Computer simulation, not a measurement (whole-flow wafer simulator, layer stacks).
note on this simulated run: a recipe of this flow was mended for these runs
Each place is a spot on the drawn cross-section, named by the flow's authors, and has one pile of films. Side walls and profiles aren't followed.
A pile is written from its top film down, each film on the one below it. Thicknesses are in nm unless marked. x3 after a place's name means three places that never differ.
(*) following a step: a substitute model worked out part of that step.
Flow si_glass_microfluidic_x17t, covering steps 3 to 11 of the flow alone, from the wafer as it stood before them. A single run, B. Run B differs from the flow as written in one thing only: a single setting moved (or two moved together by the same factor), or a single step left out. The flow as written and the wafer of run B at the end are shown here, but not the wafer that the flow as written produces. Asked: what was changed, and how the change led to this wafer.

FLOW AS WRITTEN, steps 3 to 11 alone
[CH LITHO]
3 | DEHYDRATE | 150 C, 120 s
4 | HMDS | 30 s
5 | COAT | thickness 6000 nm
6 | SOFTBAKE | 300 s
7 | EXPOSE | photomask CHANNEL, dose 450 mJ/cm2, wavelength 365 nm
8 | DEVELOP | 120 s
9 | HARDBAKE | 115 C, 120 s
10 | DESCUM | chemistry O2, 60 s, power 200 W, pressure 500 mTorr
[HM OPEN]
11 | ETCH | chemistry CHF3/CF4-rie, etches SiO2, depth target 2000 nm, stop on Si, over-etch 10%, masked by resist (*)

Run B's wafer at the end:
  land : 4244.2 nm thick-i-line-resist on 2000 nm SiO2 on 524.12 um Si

The reason: step 5, COAT: thickness 5068 nm was run, though the flow has thickness 6000 nm.

How this came from the change, step by step:
  5 | COAT | thickness 6000 nm
      land, tr110 x3: +5068 thick-i-line-resist (new film) (as written it would have been: +6000 thick-i-line-resist (new film))
  8 | DEVELOP | 120 s
      tr110 x3: -5068 thick-i-line-resist (all of it) (as written it would have been: -6000 thick-i-line-resist (all of it))
  9 | HARDBAKE | 115 C, 120 s
      land: -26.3 thick-i-line-resist (as written it would have been: -33.5 thick-i-line-resist)
